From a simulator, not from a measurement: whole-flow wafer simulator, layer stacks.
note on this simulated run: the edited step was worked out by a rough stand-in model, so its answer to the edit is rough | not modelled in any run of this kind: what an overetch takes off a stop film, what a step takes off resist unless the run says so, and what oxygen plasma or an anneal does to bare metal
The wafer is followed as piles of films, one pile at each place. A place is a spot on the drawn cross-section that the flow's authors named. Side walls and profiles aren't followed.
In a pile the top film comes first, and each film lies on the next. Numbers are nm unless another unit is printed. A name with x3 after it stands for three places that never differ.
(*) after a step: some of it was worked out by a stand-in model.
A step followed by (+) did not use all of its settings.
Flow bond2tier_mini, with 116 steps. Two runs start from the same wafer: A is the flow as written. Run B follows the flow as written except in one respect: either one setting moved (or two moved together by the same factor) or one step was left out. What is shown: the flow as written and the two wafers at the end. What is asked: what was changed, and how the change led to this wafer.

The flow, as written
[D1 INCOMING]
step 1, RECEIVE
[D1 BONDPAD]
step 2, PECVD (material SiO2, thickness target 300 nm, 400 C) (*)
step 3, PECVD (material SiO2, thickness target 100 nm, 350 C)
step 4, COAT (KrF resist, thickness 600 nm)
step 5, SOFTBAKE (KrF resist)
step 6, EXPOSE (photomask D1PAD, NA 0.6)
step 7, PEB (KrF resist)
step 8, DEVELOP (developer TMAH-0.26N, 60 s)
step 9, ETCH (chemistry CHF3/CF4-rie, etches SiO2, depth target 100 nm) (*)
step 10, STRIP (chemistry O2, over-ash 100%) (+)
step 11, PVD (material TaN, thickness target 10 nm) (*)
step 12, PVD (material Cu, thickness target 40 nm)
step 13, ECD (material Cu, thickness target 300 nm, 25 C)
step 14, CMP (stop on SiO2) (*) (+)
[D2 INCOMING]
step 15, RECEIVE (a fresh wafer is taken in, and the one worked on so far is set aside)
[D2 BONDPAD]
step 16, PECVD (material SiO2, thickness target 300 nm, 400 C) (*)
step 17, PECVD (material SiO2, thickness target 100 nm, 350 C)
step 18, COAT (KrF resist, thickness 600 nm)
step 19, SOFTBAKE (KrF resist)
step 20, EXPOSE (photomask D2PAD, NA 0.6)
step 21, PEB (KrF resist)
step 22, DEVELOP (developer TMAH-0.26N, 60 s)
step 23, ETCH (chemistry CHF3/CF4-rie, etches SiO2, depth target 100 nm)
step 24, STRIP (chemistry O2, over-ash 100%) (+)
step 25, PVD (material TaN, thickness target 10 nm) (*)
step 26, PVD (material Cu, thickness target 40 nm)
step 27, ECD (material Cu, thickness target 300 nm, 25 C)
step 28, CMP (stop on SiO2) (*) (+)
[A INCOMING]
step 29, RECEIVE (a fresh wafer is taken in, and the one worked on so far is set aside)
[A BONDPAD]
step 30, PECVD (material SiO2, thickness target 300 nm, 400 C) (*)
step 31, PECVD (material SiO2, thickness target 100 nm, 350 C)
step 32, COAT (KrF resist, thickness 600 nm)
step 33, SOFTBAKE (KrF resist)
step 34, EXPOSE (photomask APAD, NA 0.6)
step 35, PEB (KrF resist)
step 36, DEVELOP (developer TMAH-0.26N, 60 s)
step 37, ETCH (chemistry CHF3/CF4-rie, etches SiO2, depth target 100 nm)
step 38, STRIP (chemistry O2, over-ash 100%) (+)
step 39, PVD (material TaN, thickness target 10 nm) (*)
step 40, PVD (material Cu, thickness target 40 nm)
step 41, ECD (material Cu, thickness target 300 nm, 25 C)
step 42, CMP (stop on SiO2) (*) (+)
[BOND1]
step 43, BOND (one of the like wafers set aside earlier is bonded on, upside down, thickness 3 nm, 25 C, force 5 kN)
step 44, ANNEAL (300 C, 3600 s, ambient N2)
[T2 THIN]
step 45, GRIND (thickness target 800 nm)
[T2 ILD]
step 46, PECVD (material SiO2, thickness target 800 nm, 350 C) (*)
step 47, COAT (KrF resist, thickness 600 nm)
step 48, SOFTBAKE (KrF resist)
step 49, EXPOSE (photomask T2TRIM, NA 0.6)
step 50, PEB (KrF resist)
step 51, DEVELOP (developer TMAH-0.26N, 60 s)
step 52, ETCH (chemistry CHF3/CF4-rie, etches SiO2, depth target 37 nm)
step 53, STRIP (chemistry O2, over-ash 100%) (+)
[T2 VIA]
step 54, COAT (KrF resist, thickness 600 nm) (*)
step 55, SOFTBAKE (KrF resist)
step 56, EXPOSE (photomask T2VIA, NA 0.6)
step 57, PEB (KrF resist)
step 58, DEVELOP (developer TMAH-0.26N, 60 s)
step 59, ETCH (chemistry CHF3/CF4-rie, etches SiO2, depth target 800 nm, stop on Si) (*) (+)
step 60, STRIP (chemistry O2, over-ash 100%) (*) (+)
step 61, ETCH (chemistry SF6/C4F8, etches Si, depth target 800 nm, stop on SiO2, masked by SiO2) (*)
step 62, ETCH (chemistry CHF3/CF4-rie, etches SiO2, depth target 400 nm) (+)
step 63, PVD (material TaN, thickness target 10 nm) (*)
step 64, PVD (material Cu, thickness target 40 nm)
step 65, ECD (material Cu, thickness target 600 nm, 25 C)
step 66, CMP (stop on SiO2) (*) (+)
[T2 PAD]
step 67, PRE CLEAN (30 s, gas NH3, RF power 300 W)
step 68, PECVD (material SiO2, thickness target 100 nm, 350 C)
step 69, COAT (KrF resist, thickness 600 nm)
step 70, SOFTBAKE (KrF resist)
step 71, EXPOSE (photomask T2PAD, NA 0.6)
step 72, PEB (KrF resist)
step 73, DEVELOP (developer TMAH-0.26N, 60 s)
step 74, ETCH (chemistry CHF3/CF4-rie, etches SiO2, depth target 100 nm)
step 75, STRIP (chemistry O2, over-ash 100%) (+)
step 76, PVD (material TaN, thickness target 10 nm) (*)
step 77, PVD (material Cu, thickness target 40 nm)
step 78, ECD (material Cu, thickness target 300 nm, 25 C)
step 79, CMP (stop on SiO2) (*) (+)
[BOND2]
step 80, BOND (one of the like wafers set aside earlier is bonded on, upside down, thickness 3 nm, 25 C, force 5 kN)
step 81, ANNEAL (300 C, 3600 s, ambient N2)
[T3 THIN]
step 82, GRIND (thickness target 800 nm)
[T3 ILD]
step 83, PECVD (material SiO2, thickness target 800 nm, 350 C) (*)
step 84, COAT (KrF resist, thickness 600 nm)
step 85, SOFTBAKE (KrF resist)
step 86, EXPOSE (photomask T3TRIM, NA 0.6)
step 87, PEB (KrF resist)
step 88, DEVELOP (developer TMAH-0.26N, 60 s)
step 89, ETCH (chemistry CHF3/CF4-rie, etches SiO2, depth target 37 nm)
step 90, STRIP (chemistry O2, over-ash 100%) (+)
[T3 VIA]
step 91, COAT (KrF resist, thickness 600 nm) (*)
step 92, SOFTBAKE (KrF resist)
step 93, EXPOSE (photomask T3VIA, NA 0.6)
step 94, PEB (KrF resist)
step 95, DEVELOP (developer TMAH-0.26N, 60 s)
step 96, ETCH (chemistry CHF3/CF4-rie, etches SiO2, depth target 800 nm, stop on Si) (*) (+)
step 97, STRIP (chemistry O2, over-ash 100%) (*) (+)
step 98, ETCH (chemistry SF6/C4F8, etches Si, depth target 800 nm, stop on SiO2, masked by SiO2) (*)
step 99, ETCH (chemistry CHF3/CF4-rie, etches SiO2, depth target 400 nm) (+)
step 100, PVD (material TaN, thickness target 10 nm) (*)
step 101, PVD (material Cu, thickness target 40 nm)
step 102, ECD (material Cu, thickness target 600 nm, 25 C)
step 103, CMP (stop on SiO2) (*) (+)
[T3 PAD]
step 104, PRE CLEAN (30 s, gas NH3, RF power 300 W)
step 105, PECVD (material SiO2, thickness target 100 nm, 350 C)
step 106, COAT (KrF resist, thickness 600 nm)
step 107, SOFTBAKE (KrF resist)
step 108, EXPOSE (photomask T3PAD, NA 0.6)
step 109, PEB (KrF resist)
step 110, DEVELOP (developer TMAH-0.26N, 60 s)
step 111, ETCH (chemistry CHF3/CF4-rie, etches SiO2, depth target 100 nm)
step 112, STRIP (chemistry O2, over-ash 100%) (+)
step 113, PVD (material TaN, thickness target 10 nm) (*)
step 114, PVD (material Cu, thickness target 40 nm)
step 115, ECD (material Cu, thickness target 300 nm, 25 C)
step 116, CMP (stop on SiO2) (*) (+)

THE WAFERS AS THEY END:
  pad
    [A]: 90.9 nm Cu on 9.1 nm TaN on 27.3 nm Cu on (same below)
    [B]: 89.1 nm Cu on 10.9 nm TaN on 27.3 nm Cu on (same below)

The reason: step 113, PVD: thickness target 12 nm was run, while the flow as written has thickness target 10 nm.

Step by step, how the change led to this:
  step 113, PVD (material TaN, thickness target 10 nm) (*)
      field: A TaN gains 10 (new film) | B TaN gains 12 (new film)
      pad: A TaN gains 9.1 (new film) | B TaN gains 10.9 (new film)
  step 116, CMP (stop on SiO2) (*) (+)
      field: A Cu loses 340 (all of it), TaN loses 10 (all of it) | B Cu loses 340 (all of it), TaN loses 12 (all of it)
